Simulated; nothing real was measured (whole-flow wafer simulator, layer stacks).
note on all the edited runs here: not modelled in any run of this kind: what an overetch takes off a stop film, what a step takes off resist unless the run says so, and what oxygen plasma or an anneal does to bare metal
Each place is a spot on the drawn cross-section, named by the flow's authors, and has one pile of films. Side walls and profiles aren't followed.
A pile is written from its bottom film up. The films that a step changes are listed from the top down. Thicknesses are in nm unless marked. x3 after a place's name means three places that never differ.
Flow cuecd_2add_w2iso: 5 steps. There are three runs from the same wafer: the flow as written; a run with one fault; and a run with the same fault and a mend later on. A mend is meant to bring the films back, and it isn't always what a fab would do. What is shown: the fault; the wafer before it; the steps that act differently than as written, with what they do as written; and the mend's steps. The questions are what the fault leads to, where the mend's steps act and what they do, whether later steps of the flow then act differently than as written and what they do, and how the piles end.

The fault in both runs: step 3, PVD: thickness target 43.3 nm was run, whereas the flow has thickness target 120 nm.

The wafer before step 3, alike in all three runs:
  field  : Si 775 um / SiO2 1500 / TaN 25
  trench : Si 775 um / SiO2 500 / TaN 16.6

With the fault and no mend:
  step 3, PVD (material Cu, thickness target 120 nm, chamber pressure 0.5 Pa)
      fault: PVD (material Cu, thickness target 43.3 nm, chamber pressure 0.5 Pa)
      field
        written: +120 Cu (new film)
        fault: +43.3 Cu (new film)
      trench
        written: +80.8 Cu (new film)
        fault: +29.3 Cu (new film)
  None of the later steps of the flow differs from how it acts as written, at any place that is followed, by more than 2% or 0.5 nm, whichever is larger.
  The piles end different from the flow's at field, trench by more than 2% or 0.5 nm, whichever is larger.
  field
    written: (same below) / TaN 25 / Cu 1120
    fault: (same below) / TaN 25 / Cu 1043.3
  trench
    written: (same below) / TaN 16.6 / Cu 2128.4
    fault: (same below) / TaN 16.6 / Cu 2051.7

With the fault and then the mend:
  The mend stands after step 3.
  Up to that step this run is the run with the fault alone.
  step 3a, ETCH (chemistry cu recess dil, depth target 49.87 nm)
      field
        -43.3 Cu (all of it)
      trench
        -29.3 Cu (all of it)
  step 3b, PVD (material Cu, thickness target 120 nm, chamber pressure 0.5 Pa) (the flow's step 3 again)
      field
        +120 Cu (new film)
      trench
        +80.8 Cu (new film)
  None of the later steps of the flow acts differently than as written at any place that is followed.
  By the end, the piles equal the flow's at every place that both follow.
